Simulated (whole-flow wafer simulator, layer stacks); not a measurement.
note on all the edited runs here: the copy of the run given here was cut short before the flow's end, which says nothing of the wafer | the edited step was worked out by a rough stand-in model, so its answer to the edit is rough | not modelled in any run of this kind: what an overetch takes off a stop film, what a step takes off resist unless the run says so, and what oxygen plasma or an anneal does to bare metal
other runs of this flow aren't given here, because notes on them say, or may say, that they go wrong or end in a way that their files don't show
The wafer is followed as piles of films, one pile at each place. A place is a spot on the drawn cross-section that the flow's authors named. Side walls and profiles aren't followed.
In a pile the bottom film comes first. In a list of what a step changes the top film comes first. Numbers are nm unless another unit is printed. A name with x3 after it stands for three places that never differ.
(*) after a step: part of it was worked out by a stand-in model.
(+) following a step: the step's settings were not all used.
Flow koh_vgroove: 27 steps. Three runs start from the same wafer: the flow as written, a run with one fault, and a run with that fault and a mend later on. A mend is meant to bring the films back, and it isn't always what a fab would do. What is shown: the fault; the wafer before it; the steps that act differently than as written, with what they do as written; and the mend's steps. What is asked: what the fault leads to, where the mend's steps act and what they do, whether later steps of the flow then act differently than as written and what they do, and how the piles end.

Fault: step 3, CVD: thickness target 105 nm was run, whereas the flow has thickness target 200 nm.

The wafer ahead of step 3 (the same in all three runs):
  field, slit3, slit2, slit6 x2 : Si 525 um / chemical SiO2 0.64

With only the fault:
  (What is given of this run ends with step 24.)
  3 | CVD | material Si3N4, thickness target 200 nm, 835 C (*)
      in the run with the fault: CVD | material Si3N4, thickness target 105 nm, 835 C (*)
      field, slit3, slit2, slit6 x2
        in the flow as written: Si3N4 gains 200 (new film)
        in the run with the fault: Si3N4 gains 105 (new film)
  Later steps of the flow acting differently than as written:
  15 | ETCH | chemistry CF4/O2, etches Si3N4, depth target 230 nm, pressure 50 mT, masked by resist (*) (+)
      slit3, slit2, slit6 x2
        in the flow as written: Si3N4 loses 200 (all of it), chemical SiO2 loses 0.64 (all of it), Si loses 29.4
        in the run with the fault: Si3N4 loses 105 (all of it), chemical SiO2 loses 0.64 (all of it), Si loses 124.4
  Once step 24 is done, the piles at field depart from the flow's by more than 2% or 0.5 nm, whichever is larger.
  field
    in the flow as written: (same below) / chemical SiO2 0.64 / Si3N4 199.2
    in the run with the fault: (same below) / chemical SiO2 0.64 / Si3N4 104.2

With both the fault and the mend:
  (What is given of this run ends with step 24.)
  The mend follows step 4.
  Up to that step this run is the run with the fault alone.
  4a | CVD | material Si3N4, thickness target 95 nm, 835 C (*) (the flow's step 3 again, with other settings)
      field, slit3, slit2, slit6 x2
        Si3N4 gains 95
  Every later step of the flow up to step 24 that is run acts as written at every place that is followed.
  Once step 24 is done, the piles equal the flow's at every place that both follow.
